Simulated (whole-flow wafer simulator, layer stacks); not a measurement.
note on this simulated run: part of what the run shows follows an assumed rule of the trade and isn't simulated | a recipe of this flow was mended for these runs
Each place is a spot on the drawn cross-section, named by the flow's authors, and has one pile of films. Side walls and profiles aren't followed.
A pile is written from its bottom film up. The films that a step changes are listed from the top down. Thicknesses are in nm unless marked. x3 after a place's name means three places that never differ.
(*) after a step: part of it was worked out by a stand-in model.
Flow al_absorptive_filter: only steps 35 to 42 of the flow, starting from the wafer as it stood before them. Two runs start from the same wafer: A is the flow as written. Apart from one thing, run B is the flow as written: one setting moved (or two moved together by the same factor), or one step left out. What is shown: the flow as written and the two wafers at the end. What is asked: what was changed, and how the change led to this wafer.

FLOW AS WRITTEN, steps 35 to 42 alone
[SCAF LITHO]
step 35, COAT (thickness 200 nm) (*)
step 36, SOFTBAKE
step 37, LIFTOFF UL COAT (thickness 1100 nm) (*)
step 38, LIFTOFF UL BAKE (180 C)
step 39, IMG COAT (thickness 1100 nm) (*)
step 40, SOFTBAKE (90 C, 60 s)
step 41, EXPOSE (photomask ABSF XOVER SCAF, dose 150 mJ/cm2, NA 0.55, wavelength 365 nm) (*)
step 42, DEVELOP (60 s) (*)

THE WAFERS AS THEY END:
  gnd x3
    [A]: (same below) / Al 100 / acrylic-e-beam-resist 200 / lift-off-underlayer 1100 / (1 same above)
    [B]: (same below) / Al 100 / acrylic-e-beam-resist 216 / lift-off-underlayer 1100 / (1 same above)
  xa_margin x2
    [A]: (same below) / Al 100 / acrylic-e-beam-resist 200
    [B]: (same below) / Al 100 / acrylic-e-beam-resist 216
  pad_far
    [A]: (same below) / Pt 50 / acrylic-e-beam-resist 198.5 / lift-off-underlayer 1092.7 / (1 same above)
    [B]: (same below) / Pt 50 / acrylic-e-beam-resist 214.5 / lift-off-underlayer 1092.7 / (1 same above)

What caused this: step 35, COAT: thickness 216 nm was run, though the flow has thickness 200 nm.
The wafer itself shows it: gnd x3 has acrylic-e-beam-resist 216, and step 35 as written asks for 200 nm.

The path from the change to this, step by step:
  step 35, COAT (thickness 200 nm) (*)
      gnd x3, xa_margin x2, idc_field: A acrylic-e-beam-resist gains 200 (new film) | B acrylic-e-beam-resist gains 216 (new film)
      pad_far: A acrylic-e-beam-resist gains 198.5 (new film) | B acrylic-e-beam-resist gains 214.5 (new film)
      (and at 7 other places as well)
